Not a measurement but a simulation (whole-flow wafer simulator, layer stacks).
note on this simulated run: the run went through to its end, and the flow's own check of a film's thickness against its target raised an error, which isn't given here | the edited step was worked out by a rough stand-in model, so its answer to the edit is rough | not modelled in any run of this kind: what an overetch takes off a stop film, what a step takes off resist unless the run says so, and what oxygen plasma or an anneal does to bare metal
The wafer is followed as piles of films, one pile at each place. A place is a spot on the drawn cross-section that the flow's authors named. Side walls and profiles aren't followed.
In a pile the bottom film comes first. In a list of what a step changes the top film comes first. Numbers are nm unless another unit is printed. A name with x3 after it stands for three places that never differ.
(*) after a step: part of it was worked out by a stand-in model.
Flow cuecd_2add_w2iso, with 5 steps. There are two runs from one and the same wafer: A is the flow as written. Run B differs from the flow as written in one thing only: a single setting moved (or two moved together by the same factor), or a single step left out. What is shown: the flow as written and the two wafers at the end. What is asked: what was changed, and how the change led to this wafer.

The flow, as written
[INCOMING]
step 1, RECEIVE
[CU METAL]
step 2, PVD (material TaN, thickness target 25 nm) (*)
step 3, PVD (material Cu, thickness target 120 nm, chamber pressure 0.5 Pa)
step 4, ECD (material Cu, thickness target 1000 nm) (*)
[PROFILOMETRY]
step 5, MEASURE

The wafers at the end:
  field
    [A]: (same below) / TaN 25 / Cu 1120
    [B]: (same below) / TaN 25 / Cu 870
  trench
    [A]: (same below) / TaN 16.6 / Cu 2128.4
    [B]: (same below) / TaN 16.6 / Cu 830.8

The reason: step 4, ECD: thickness target 750 nm was run, whereas the flow has thickness target 1000 nm.

Step by step, how the change led to this:
  step 4, ECD (material Cu, thickness target 1000 nm) (*)
      field: A Cu gains 1000 | B Cu gains 750
      trench: A Cu gains 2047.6 | B Cu gains 750
